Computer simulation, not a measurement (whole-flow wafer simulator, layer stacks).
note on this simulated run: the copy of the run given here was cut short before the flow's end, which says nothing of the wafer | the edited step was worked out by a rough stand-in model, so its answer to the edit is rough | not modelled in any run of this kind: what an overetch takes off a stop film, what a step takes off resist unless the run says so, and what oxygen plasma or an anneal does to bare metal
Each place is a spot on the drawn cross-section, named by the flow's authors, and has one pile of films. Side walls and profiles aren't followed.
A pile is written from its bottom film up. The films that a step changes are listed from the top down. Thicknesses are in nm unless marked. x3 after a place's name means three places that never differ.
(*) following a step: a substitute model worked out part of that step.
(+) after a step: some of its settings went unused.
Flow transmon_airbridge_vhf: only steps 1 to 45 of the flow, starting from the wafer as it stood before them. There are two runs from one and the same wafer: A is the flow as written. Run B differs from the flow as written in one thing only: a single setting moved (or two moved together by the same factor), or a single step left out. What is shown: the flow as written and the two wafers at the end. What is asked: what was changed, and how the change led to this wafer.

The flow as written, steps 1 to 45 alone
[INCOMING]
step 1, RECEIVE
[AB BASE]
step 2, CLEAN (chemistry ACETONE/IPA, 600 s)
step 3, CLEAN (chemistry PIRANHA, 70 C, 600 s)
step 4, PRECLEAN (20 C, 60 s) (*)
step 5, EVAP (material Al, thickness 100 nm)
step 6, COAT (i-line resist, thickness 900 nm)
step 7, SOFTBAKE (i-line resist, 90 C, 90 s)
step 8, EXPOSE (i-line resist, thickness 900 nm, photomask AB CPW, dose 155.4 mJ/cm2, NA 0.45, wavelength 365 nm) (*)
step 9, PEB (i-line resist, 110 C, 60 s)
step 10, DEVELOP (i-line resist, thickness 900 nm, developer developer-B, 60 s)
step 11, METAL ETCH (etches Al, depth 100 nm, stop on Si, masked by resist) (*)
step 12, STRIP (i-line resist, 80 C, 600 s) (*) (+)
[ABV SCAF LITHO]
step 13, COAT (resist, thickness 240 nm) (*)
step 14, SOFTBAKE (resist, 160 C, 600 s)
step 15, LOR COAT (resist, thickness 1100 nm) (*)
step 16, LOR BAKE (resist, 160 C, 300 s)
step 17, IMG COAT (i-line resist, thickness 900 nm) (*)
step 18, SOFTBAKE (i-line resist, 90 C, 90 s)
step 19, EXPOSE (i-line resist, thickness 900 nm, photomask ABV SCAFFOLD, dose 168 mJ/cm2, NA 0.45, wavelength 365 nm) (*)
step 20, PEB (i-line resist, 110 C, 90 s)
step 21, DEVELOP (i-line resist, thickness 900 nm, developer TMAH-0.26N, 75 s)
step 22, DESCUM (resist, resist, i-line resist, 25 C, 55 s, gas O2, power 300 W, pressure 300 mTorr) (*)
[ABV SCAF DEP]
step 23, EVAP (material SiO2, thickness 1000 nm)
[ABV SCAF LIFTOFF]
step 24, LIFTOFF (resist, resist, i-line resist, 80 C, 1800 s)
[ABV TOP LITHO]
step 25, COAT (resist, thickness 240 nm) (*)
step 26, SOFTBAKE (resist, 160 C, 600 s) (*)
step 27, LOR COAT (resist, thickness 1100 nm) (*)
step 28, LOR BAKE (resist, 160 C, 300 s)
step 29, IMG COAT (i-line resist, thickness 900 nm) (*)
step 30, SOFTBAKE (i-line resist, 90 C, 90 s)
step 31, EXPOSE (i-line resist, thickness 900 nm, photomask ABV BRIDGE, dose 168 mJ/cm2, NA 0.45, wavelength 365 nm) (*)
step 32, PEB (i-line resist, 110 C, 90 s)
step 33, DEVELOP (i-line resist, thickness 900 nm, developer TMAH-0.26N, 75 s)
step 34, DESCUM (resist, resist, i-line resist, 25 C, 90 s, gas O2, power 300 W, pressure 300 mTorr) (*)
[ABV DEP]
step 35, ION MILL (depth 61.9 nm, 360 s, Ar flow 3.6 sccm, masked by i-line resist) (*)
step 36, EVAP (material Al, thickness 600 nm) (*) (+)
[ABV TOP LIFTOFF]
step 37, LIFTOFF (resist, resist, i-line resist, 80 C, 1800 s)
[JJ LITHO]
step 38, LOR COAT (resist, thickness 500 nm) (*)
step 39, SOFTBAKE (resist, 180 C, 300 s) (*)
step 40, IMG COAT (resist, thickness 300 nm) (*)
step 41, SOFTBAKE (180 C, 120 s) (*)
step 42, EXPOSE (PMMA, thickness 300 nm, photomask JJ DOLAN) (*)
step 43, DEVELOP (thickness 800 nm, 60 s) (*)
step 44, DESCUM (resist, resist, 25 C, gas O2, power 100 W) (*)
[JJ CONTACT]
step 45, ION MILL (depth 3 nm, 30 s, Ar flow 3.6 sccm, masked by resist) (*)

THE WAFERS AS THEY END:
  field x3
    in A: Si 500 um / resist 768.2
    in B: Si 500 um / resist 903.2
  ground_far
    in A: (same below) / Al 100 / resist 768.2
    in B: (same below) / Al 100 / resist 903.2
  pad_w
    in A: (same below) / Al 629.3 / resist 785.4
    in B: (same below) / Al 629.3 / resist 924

Cause: step 40, IMG COAT: thickness 435 nm was run, though the flow has thickness 300 nm.

The path from the change to this, step by step:
  step 40, IMG COAT (resist, thickness 300 nm) (*)
      field x3, jj_line, ground_far, trace_open_s x2: A +300 resist | B +435 resist
      pad_w, pad_e: A +300.1 resist | B +438.7 resist
      (and at 8 other places as well)
  step 43, DEVELOP (thickness 800 nm, 60 s) (*)
      jj_line: A -800 resist (all of it) | B -935 resist (all of it)
